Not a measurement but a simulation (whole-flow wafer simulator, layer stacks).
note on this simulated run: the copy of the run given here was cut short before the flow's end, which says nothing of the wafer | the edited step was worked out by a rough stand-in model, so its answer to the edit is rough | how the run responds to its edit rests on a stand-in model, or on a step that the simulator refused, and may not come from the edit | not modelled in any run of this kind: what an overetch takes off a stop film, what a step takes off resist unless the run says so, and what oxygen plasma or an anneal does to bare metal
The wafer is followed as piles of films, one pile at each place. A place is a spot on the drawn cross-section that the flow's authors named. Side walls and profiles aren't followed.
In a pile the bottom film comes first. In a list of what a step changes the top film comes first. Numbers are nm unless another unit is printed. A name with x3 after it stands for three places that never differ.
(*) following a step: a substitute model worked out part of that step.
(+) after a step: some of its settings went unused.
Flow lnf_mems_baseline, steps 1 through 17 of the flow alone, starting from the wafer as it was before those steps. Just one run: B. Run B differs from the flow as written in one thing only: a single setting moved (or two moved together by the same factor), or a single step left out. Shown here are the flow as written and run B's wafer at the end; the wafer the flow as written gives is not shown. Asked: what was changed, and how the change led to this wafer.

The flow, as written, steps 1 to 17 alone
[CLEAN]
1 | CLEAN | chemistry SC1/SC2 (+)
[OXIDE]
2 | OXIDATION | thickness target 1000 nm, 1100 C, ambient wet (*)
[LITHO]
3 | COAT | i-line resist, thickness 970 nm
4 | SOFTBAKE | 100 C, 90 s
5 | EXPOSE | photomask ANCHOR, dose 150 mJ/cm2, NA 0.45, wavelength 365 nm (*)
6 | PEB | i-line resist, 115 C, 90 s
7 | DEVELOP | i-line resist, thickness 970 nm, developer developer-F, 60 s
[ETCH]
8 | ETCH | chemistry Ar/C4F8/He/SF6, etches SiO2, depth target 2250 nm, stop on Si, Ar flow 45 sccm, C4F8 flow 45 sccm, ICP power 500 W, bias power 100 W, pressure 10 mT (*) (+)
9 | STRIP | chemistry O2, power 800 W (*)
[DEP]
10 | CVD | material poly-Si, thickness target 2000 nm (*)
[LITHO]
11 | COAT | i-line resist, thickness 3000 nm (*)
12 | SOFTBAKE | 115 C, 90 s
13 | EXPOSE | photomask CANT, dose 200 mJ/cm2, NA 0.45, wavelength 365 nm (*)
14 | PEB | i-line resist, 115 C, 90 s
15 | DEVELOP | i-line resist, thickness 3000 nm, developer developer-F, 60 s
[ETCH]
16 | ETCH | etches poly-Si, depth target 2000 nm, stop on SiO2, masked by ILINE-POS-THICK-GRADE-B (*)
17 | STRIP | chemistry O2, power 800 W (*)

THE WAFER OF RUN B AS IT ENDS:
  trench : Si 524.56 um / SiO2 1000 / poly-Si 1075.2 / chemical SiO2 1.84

The reason: step 16, ETCH: depth target 924 nm was run, whereas the flow has depth target 2000 nm.

The path from the change to this, step by step:
  16 | ETCH | etches poly-Si, depth target 2000 nm, stop on SiO2, masked by ILINE-POS-THICK-GRADE-B (*)
      trench, char_slit: poly-Si loses 924 (in the flow as written it would be: poly-Si loses 2000 (all of it))
      field, beam: i-line resist loses 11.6 (in the flow as written it would be: i-line resist loses 25)
      (as well as at 1 more place)
  17 | STRIP | chemistry O2, power 800 W (*)
      trench, char_slit: chemical SiO2 gains 1.84 (new film), poly-Si loses 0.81 (in the flow as written it would be: nothing)
